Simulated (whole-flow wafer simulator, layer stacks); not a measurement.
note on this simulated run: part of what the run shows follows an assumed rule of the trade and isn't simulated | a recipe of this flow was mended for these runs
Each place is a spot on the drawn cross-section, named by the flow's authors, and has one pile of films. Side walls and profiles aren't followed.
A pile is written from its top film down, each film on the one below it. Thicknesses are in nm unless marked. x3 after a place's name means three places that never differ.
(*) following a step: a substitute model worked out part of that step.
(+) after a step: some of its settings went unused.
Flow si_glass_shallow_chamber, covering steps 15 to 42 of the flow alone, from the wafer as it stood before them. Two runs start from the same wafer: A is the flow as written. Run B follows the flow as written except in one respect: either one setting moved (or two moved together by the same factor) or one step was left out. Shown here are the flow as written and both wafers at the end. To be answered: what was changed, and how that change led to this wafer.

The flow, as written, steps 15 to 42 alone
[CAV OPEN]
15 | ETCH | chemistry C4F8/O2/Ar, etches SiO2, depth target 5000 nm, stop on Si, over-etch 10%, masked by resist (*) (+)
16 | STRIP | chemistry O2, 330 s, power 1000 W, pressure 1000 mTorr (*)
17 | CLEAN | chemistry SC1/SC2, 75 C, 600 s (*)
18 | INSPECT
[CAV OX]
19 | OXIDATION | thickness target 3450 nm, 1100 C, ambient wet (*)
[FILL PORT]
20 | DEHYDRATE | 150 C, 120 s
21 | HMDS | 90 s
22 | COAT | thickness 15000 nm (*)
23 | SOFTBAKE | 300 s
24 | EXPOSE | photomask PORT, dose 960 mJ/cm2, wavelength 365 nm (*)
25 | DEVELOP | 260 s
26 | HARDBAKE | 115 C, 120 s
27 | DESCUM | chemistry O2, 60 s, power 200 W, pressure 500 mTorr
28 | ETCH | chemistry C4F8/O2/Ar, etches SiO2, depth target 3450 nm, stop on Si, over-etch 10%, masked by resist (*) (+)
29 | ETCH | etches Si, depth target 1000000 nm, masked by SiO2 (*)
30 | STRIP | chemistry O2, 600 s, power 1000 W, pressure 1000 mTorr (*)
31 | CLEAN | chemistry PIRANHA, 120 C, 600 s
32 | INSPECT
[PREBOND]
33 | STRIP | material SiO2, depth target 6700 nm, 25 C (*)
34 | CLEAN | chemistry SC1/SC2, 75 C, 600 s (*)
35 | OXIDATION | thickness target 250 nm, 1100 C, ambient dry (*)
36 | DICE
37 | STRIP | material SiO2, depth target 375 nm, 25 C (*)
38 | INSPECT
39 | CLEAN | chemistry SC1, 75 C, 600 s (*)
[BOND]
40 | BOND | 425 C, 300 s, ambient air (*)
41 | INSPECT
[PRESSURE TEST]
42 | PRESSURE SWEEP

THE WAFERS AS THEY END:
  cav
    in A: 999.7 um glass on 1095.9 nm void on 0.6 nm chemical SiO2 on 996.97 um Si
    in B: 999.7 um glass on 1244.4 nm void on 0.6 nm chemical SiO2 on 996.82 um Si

What caused this: step 15, ETCH: depth target 6080 nm was run, whereas the flow has depth target 5000 nm.

The path from the change to this, step by step:
  15 | ETCH | chemistry C4F8/O2/Ar, etches SiO2, depth target 5000 nm, stop on Si, over-etch 10%, masked by resist (*) (+)
      cav, port: A SiO2 loses 5000 (all of it), Si loses 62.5 | B SiO2 loses 5000 (all of it), Si loses 211
  22 | COAT | thickness 15000 nm (*)
      rim: A thick-i-line-resist gains 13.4 um (new film) | B thick-i-line-resist gains 13.34 um (new film)
      ramp: A thick-i-line-resist gains 12.89 um (new film) | B thick-i-line-resist gains 12.81 um (new film)
      (as well as at 3 more places)
  23 | SOFTBAKE | 300 s
      rim: A thick-i-line-resist loses 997 | B thick-i-line-resist loses 1038.9
      ramp: A thick-i-line-resist loses 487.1 | B thick-i-line-resist loses 509.3
      (as well as at 4 more places)
  25 | DEVELOP | 260 s
      port: A thick-i-line-resist loses 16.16 um (all of it) | B thick-i-line-resist loses 16.2 um (all of it)
  29 | ETCH | etches Si, depth target 1000000 nm, masked by SiO2 (*)
      rim, ramp: A thick-i-line-resist loses 11.47 um (all of it), SiO2 loses 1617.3 | B thick-i-line-resist loses 11.37 um (all of it), SiO2 loses 1671.4
      port: A hole gains 997.05 um (new film), Si loses 997.05 um (all of it) | B hole gains 996.9 um (new film), Si loses 996.9 um (all of it)
      (as well as at 1 more place)
  30 | STRIP | chemistry O2, 600 s, power 1000 W, pressure 1000 mTorr (*)
      cav: A thick-i-line-resist loses 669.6 (all of it) | B thick-i-line-resist loses 714.7 (all of it)
  40 | BOND | 425 C, 300 s, ambient air (*)
      cav: A glass gains 999.7 um (new film), void gains 1095.9 (new film) | B glass gains 999.7 um (new film), void gains 1244.4 (new film)
      port: A glass gains 999.7 um (new film), hole gains 1017.3 | B glass gains 999.7 um (new film), hole gains 1165.8
